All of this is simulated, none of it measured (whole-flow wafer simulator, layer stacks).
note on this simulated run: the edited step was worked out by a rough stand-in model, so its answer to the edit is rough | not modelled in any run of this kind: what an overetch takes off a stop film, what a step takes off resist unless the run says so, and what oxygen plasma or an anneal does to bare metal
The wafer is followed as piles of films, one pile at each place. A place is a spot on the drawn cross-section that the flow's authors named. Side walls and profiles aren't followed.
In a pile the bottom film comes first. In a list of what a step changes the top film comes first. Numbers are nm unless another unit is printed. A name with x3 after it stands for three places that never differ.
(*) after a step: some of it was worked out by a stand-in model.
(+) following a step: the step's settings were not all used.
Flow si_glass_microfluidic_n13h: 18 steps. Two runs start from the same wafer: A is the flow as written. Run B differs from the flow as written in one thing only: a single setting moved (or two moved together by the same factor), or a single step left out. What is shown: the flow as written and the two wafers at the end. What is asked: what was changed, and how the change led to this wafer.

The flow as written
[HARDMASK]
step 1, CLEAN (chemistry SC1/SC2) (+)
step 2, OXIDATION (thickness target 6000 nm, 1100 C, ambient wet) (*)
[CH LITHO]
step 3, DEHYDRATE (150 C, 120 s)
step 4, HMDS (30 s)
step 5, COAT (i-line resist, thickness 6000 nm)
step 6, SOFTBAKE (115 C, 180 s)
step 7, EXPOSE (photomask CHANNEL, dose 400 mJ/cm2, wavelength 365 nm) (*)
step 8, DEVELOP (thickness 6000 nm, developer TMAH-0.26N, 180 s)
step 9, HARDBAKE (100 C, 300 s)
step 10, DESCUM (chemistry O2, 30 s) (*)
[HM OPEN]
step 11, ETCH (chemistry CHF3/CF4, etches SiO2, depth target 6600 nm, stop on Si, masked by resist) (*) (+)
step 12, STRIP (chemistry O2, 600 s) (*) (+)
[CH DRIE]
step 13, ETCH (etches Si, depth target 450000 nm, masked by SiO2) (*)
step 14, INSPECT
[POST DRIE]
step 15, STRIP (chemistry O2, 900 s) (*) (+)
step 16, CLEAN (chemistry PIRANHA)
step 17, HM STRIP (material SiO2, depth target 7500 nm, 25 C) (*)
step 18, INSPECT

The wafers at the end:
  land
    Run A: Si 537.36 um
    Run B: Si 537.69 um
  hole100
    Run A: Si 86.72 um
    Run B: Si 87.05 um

The reason: step 2, OXIDATION: thickness target 5250 nm was run, whereas the flow has thickness target 6000 nm.

Step by step, how the change led to this:
  step 2, OXIDATION (thickness target 6000 nm, 1100 C, ambient wet) (*)
      land, hole100: A SiO2 gains 6000 (new film), chemical SiO2 loses 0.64 (all of it), Si loses 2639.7 | B SiO2 gains 5250 (new film), chemical SiO2 loses 0.64 (all of it), Si loses 2309.7
  step 11, ETCH (chemistry CHF3/CF4, etches SiO2, depth target 6600 nm, stop on Si, masked by resist) (*) (+)
      hole100: A SiO2 loses 6000 (all of it) | B SiO2 loses 5250 (all of it)
  step 17, HM STRIP (material SiO2, depth target 7500 nm, 25 C) (*)
      land: A SiO2 loses 2995.7 (all of it) | B SiO2 loses 2245.7 (all of it)
